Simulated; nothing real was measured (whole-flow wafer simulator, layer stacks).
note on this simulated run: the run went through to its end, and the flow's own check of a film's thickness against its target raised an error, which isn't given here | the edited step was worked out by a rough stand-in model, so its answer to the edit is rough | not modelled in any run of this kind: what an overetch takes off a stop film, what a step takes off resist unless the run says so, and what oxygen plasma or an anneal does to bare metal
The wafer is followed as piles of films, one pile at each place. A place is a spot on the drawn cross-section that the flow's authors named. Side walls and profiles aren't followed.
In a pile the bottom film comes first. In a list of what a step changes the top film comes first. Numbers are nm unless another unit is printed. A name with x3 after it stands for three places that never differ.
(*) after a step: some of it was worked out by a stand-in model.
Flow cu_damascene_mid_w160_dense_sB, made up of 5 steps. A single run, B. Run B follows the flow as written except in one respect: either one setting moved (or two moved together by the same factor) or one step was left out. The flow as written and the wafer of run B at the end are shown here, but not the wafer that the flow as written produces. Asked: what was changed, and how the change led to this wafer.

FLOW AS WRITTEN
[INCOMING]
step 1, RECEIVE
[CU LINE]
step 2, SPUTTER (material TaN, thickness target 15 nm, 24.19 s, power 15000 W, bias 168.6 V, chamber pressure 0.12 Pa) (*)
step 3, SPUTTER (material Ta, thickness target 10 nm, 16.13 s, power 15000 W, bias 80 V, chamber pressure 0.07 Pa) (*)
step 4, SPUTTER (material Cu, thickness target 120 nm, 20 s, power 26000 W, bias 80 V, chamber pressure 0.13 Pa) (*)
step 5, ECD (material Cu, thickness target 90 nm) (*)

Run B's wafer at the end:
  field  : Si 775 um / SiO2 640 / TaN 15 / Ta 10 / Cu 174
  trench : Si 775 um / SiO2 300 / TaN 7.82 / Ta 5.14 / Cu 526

Cause: step 4, SPUTTER: thickness target 84 nm was run, whereas the flow has thickness target 120 nm.

The path from the change to this, step by step:
  step 4, SPUTTER (material Cu, thickness target 120 nm, 20 s, power 26000 W, bias 80 V, chamber pressure 0.13 Pa) (*)
      field: +84 Cu (new film) (it would be, as written: +120 Cu (new film))
      trench: +43.4 Cu (new film) (it would be, as written: +62 Cu (new film))
  step 5, ECD (material Cu, thickness target 90 nm) (*)
      trench: +482.6 Cu (it would be, as written: +500 Cu)
